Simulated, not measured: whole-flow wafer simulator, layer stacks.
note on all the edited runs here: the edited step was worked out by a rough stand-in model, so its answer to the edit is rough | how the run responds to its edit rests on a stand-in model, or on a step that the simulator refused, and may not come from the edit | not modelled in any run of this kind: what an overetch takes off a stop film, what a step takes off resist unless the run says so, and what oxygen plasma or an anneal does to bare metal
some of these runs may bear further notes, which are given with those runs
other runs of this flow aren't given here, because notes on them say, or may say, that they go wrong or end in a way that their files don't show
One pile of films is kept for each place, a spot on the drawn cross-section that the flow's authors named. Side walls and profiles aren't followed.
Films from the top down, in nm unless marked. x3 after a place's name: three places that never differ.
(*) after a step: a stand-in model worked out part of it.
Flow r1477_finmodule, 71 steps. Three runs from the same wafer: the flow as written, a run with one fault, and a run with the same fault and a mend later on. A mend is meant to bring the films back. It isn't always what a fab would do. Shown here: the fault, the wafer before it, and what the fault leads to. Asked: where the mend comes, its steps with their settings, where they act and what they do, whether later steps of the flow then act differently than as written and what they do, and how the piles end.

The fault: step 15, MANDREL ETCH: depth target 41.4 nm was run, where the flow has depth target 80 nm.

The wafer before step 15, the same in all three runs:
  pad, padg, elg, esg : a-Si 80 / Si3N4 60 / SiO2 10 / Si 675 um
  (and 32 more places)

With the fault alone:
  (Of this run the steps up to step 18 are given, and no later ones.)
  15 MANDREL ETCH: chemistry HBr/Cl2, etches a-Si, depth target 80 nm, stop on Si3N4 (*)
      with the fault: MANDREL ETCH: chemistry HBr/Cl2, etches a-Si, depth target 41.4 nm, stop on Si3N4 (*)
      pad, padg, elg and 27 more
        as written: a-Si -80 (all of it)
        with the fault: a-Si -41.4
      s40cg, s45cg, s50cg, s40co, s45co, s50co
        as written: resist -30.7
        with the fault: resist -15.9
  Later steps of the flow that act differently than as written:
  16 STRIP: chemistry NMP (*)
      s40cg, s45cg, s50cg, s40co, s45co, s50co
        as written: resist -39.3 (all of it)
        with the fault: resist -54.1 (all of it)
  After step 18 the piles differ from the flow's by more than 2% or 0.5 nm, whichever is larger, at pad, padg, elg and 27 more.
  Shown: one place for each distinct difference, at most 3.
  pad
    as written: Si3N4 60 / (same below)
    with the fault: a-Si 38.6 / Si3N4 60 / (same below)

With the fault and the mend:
  The mend comes after step 15.
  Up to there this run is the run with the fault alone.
  15a MANDREL ETCH: chemistry HBr/Cl2, etches a-Si, depth target 38.6 nm, stop on Si3N4 (*) (the flow's step 15 once more, with other settings)
      pad, padg, elg and 27 more
        a-Si -38.6 (all of it)
      s40cg, s45cg, s50cg, s40co, s45co, s50co
        resist -14.8
  No later step of the flow acts differently than as written at any place that is followed.
  At the end the piles are the same as the flow's at every place that both follow.
